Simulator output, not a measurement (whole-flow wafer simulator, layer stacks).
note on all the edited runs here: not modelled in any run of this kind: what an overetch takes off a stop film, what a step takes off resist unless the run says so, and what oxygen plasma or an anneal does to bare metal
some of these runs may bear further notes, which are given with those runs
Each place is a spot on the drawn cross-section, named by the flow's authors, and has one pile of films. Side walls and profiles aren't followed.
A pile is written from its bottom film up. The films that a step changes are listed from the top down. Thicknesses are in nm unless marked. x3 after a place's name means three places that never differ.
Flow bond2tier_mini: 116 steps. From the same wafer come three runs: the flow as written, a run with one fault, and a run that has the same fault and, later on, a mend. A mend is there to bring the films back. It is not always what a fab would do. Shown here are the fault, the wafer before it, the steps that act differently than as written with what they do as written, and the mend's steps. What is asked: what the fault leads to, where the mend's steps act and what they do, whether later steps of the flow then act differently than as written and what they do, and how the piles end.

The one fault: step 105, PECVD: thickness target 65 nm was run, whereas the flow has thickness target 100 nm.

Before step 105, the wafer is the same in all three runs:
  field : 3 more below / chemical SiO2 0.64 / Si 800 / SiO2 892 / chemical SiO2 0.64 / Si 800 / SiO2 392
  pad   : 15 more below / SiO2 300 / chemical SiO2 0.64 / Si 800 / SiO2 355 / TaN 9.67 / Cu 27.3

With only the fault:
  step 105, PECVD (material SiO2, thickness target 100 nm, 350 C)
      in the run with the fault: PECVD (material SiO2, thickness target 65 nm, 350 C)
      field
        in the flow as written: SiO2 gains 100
        in the run with the fault: SiO2 gains 65
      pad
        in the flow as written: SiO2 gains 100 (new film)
        in the run with the fault: SiO2 gains 65 (new film)
  Steps later in the flow that act otherwise than as written (not shown: 2 more steps that differ only slightly, by at most 2% or 0.5 nm, whichever is larger):
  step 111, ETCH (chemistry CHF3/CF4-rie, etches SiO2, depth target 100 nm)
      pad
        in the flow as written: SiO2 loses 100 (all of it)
        in the run with the fault: SiO2 loses 65 (all of it), Cu loses 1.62
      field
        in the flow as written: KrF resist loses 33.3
        in the run with the fault: KrF resist loses 32.5
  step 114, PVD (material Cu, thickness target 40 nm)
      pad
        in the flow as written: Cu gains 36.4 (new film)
        in the run with the fault: Cu gains 37.6 (new film)
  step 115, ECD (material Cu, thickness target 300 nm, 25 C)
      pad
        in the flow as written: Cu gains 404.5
        in the run with the fault: Cu gains 369.6
  The piles end different from the flow's at field, pad by more than 2% or 0.5 nm, whichever is larger.
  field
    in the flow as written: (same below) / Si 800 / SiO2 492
    in the run with the fault: (same below) / Si 800 / SiO2 457
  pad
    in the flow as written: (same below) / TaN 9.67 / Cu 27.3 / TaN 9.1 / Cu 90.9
    in the run with the fault: (same below) / TaN 9.67 / Cu 25.7 / TaN 9.44 / Cu 57.2

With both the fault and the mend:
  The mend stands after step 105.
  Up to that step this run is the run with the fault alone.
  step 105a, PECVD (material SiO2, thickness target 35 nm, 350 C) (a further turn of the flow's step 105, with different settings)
      field, pad
        SiO2 gains 35
  Later steps of the flow that are run all act as written at every place that is followed.
  By the end, the piles equal the flow's at every place that both follow.
